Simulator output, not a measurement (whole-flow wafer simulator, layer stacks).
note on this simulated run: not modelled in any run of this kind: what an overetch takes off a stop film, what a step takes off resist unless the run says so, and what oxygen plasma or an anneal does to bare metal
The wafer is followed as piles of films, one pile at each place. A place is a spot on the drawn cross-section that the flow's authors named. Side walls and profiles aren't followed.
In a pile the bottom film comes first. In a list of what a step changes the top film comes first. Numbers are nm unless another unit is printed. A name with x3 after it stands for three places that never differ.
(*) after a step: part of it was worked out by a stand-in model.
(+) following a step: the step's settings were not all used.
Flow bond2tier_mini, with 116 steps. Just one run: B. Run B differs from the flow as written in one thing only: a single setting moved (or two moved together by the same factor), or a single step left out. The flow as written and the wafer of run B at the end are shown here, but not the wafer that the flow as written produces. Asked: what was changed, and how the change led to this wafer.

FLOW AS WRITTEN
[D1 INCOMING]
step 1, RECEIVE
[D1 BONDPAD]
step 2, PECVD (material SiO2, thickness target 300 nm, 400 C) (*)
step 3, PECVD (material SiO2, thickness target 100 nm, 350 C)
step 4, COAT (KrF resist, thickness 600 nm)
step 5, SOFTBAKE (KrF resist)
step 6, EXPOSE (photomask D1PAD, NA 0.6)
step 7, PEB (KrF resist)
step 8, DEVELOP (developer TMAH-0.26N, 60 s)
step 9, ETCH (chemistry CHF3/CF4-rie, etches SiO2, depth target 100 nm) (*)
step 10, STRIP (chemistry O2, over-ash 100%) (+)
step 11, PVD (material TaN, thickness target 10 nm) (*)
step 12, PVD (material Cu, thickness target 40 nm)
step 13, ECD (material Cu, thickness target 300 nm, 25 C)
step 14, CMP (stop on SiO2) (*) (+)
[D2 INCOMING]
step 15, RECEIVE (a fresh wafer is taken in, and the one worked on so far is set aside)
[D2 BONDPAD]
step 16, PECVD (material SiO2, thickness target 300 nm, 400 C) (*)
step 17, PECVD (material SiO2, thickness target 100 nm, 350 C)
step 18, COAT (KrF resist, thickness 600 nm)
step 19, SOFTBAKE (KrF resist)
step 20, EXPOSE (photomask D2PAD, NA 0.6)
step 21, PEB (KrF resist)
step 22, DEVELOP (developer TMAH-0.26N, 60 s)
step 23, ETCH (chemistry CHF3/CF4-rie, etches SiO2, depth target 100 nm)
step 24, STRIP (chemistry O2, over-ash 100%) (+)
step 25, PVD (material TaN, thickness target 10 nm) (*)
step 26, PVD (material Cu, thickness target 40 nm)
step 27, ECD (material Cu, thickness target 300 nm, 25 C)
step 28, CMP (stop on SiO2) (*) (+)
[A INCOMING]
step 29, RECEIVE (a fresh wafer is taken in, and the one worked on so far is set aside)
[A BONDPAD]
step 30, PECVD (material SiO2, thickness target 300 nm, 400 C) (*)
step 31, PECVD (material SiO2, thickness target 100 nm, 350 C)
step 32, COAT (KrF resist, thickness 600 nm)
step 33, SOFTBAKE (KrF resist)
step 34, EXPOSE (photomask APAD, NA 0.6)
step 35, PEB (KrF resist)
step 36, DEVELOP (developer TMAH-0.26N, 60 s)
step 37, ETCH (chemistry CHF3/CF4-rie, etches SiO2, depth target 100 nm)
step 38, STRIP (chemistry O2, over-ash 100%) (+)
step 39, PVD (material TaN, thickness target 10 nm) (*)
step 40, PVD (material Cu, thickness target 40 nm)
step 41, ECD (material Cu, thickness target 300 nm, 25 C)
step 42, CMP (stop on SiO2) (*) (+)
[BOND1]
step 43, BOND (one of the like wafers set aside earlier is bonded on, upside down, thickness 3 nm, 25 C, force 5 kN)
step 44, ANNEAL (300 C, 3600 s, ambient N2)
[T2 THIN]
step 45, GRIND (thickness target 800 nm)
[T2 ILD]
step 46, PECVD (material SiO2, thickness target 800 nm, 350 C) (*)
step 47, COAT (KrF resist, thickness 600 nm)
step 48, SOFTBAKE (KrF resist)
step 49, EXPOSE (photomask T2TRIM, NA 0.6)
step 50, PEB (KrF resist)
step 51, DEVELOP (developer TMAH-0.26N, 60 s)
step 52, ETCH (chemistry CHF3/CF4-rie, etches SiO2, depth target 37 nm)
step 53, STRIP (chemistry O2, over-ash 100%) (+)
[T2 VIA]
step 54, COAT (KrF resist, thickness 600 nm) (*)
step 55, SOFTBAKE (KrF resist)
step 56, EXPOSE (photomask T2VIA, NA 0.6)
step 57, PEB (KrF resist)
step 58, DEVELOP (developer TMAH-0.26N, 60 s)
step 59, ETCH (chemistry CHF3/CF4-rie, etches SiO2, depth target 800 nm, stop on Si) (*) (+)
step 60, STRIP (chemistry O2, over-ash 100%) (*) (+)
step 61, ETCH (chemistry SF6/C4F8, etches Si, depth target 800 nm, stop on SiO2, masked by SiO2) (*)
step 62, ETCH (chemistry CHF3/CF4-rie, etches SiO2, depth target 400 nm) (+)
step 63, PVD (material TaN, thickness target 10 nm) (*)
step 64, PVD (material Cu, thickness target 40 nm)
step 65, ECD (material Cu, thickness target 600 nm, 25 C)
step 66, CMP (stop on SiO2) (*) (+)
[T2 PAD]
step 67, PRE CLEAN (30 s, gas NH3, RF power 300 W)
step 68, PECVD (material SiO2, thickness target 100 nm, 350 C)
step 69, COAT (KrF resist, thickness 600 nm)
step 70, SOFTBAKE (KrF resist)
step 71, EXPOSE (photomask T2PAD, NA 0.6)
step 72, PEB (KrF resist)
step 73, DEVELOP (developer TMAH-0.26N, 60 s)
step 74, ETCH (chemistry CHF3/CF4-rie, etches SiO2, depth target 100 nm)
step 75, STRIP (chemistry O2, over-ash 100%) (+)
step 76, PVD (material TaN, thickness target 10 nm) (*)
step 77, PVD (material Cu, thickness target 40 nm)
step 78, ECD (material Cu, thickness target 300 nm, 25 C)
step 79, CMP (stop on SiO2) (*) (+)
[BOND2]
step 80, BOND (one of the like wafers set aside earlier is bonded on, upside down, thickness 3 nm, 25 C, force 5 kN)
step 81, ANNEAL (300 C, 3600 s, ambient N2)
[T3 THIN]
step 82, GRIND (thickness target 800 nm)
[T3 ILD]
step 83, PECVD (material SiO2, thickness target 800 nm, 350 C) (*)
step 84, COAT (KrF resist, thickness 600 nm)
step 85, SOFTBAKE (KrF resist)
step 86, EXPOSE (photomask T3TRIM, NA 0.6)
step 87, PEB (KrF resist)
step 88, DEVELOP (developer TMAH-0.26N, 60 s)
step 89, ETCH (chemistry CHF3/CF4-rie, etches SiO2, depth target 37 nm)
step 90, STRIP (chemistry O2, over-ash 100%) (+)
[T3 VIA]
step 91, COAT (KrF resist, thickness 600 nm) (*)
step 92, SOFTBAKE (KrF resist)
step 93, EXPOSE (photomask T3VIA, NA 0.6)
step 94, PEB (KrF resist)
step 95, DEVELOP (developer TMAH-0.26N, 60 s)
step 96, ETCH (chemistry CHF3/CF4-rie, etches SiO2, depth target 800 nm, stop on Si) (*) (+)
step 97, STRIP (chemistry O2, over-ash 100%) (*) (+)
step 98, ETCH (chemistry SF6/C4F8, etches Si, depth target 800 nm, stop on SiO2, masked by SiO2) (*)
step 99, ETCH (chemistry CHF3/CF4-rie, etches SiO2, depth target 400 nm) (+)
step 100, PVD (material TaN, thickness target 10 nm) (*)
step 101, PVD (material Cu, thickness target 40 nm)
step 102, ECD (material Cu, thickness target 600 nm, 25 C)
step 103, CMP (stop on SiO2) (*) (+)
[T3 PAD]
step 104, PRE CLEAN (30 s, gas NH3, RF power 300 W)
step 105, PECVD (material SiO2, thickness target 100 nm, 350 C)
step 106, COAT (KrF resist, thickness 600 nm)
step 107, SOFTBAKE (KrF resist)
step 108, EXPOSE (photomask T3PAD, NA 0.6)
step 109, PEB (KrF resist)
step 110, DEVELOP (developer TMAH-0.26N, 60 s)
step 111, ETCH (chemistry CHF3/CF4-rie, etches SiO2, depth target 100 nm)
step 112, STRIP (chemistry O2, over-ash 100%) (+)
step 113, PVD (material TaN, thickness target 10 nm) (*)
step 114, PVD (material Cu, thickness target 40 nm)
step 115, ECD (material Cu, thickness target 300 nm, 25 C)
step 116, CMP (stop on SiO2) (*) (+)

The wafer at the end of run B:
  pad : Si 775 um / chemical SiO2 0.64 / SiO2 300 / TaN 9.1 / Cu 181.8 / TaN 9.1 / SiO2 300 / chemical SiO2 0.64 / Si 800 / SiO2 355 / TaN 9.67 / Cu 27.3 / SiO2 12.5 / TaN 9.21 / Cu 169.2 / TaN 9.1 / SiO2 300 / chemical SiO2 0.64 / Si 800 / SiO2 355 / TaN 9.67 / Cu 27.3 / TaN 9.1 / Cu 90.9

Cause: step 74, ETCH: depth target 87.5 nm was run, though the flow has depth target 100 nm.

Step by step, how the change led to this:
  step 74, ETCH (chemistry CHF3/CF4-rie, etches SiO2, depth target 100 nm)
      pad: SiO2 loses 87.5 (in the flow as written it would be: SiO2 loses 100 (all of it))
      field: KrF resist loses 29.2 (in the flow as written it would be: KrF resist loses 33.3)
  step 78, ECD (material Cu, thickness target 300 nm, 25 C)
      pad: Cu gains 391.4 (in the flow as written it would be: Cu gains 404.5)
With metal films that touch counted as one body, pad has 4 bodies (between them, from the top down: SiO2 355 / Si 800 / chemical SiO2 0.64 / SiO2 300; SiO2 12.5; SiO2 355 / Si 800 / chemical SiO2 0.64 / SiO2 300); the flow as written gives 3 bodies (between them, from the top down: SiO2 355 / Si 800 / chemical SiO2 0.64 / SiO2 300; SiO2 355 / Si 800 / chemical SiO2 0.64 / SiO2 300).
